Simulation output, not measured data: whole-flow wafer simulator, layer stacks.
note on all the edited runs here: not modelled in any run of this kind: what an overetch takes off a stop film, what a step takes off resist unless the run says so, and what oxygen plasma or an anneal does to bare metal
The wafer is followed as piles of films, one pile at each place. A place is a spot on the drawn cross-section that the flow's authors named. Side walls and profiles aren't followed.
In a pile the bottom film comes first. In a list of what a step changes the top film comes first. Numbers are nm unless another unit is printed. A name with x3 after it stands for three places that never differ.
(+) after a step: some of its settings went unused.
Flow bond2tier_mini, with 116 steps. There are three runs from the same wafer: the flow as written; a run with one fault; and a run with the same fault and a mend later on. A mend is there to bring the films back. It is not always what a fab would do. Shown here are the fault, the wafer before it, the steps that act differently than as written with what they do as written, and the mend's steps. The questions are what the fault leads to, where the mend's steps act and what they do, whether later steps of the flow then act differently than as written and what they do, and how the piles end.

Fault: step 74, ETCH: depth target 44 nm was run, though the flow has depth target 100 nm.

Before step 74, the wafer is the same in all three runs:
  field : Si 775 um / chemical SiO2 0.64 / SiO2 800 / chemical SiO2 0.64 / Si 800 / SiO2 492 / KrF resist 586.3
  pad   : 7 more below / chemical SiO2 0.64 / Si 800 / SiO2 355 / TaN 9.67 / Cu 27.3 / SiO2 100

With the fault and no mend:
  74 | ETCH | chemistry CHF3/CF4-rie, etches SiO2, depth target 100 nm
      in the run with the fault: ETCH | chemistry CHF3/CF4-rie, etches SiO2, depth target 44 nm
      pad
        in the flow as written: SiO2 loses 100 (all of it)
        in the run with the fault: SiO2 loses 44
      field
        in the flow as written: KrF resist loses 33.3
        in the run with the fault: KrF resist loses 14.7
  Later steps of the flow acting differently than as written (1 more step, not shown, differs only slightly: by at most 2% or 0.5 nm, whichever is larger):
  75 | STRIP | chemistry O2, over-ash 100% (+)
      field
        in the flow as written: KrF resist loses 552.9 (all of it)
        in the run with the fault: KrF resist loses 571.6 (all of it)
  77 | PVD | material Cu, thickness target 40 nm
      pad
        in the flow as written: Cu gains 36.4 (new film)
        in the run with the fault: Cu gains 38.4 (new film)
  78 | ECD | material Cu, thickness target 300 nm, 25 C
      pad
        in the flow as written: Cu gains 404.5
        in the run with the fault: Cu gains 346
  By the end, the piles at pad depart from the flow's by more than 2% or 0.5 nm, whichever is larger.
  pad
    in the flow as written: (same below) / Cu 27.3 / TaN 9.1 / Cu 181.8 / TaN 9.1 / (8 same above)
    in the run with the fault: (same below) / Cu 27.3 / SiO2 56 / TaN 9.6 / Cu 125.3 / TaN 9.1 / (8 same above)

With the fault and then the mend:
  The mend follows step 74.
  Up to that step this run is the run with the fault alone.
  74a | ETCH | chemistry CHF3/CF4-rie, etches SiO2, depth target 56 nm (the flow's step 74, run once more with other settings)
      field
        KrF resist loses 18.7
      pad
        SiO2 loses 56 (all of it)
  None of the later steps of the flow acts differently than as written at any place that is followed.
  At every place that both follow, the piles at the end match the flow's.
